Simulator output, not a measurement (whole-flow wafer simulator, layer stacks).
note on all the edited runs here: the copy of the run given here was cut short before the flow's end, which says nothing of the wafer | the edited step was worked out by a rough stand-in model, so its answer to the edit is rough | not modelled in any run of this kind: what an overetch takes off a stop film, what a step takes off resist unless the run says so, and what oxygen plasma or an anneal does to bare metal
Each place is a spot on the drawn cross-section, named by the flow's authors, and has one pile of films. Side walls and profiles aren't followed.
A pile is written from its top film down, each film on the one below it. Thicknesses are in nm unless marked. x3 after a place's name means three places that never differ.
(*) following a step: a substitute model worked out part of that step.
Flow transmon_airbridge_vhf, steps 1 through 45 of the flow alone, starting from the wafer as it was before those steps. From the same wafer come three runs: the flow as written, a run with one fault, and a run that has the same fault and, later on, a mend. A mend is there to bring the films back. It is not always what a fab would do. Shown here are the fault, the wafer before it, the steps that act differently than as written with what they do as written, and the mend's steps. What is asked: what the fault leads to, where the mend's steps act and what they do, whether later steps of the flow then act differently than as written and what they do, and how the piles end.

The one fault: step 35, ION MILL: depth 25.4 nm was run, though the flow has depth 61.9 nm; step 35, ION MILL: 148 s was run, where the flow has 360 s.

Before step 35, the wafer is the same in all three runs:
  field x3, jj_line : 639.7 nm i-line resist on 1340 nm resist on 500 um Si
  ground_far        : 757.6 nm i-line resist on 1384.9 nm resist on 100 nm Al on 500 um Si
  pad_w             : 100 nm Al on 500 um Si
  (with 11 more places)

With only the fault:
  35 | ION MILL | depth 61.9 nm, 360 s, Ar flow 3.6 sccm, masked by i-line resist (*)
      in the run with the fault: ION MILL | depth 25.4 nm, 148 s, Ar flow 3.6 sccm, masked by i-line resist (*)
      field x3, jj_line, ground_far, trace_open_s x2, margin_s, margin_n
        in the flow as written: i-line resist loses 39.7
        in the run with the fault: i-line resist loses 16.3
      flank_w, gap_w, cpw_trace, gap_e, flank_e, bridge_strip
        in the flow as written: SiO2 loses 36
        in the run with the fault: SiO2 loses 14.8
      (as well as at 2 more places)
  Later steps of the flow acting differently than as written (3 other steps are not shown; they differ only slightly, by no more than 2% or 0.5 nm, whichever is larger):
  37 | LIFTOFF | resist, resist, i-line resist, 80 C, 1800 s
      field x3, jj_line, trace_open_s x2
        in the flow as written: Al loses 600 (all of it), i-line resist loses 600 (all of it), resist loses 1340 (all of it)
        in the run with the fault: Al loses 600 (all of it), i-line resist loses 623.4 (all of it), resist loses 1340 (all of it)
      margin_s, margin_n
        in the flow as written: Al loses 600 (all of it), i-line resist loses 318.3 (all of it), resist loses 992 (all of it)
        in the run with the fault: Al loses 600 (all of it), i-line resist loses 341.7 (all of it), resist loses 992 (all of it)
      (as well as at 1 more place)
  By the end, the piles at pad_w, flank_w, gap_w, cpw_trace, gap_e, flank_e, pad_e, bridge_strip depart from the flow's by more than 2% or 0.5 nm, whichever is larger.
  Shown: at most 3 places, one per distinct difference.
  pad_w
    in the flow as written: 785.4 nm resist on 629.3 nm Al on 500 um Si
    in the run with the fault: 779.5 nm resist on 665.9 nm Al on 500 um Si
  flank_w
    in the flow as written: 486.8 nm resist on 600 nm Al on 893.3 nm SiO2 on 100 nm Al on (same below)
    in the run with the fault: 486.6 nm resist on 600 nm Al on 914.5 nm SiO2 on 100 nm Al on (same below)
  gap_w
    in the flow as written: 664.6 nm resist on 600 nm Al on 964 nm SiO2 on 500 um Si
    in the run with the fault: 663.1 nm resist on 600 nm Al on 985.2 nm SiO2 on 500 um Si

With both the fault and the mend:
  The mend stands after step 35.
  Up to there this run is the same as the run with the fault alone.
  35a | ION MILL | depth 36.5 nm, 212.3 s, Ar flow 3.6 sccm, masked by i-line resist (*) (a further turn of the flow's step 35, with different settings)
      field x3, jj_line, ground_far, trace_open_s x2, margin_s, margin_n
        i-line resist loses 23.4
      flank_w, gap_w, cpw_trace, gap_e, flank_e, bridge_strip
        SiO2 loses 21.2
      pad_w, pad_e
        Al loses 36.5
  Every later step of the flow that is run acts as written, at every place that is followed, to within 2% or 0.5 nm, whichever is larger.
  By the end, the piles equal the flow's at every place that both follow.
